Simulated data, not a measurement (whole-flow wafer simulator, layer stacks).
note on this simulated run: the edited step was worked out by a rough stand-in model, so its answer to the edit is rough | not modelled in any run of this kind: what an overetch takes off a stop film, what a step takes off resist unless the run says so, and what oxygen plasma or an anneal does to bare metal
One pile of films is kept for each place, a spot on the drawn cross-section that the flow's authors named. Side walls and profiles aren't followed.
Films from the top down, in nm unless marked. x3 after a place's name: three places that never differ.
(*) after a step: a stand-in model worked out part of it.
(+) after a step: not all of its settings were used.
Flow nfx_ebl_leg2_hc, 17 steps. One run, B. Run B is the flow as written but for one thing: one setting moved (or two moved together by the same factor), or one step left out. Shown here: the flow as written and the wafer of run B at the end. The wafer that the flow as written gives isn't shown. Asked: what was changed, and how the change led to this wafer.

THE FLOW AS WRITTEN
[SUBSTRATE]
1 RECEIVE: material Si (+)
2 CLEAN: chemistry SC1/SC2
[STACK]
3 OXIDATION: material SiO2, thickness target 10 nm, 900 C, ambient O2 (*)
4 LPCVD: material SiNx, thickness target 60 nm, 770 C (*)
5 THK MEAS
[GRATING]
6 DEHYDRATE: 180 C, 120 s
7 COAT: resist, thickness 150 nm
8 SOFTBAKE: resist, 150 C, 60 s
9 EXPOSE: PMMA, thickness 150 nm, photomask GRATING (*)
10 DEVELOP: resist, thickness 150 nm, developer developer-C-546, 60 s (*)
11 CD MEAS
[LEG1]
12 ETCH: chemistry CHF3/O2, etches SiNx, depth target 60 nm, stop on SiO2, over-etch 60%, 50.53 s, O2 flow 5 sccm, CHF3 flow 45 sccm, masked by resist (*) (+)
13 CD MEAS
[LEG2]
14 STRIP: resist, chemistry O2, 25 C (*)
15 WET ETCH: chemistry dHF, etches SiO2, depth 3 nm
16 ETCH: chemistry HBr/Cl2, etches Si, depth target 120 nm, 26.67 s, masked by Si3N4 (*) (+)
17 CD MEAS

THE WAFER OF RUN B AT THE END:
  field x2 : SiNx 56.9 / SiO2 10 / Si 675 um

The cause: step 4, LPCVD: thickness target 68.3 nm was run, where the flow has thickness target 60 nm.

How the change led to this, step by step:
  4 LPCVD: material SiNx, thickness target 60 nm, 770 C (*)
      field x2, pad x2: SiNx +68.3 (new film) (as written it would be: SiNx +60 (new film))
  12 ETCH: chemistry CHF3/O2, etches SiNx, depth target 60 nm, stop on SiO2, over-etch 60%, 50.53 s, O2 flow 5 sccm, CHF3 flow 45 sccm, masked by resist (*) (+)
      pad x2: SiNx -68.3 (all of it), SiO2 -10 (all of it) (as written it would be: SiNx -60 (all of it), SiO2 -10 (all of it))
